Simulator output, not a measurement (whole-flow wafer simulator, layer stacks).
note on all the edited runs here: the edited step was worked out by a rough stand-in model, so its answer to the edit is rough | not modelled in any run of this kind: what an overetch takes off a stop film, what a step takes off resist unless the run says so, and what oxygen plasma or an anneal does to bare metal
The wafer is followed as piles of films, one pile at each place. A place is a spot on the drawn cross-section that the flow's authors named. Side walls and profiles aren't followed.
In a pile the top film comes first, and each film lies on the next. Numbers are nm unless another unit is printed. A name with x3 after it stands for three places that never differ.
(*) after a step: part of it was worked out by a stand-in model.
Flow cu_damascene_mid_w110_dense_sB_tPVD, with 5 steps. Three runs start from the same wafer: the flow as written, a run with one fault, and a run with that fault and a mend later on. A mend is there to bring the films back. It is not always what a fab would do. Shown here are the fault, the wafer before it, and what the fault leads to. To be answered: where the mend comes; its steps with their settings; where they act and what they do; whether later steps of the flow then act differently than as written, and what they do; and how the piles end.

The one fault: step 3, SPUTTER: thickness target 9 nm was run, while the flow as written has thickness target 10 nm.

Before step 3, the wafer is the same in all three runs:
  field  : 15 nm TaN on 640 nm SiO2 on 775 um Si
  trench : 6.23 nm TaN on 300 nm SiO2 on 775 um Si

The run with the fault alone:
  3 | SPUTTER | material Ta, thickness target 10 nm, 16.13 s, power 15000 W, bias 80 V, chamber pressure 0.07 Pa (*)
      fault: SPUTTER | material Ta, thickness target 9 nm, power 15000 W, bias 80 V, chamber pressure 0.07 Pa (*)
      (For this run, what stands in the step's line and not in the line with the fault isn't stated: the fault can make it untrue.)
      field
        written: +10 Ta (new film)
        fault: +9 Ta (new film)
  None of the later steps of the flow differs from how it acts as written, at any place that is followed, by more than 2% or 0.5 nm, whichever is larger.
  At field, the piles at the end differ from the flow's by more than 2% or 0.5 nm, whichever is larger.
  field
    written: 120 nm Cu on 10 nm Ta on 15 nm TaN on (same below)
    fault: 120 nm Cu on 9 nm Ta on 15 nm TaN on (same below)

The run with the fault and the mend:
  The mend stands after step 3.
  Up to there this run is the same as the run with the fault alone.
  3a | SPUTTER | material Ta, thickness target 1 nm, power 15000 W, bias 80 V, chamber pressure 0.07 Pa (*) (the flow's step 3 again, with other settings)
      field
        +1 Ta
      trench
        +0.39 Ta
  None of the later steps of the flow differs from how it acts as written, at any place that is followed, by more than 2% or 0.5 nm, whichever is larger.
  The piles end only slightly different from the flow's at the places that both follow, by no more than 2% or 0.5 nm, whichever is larger.
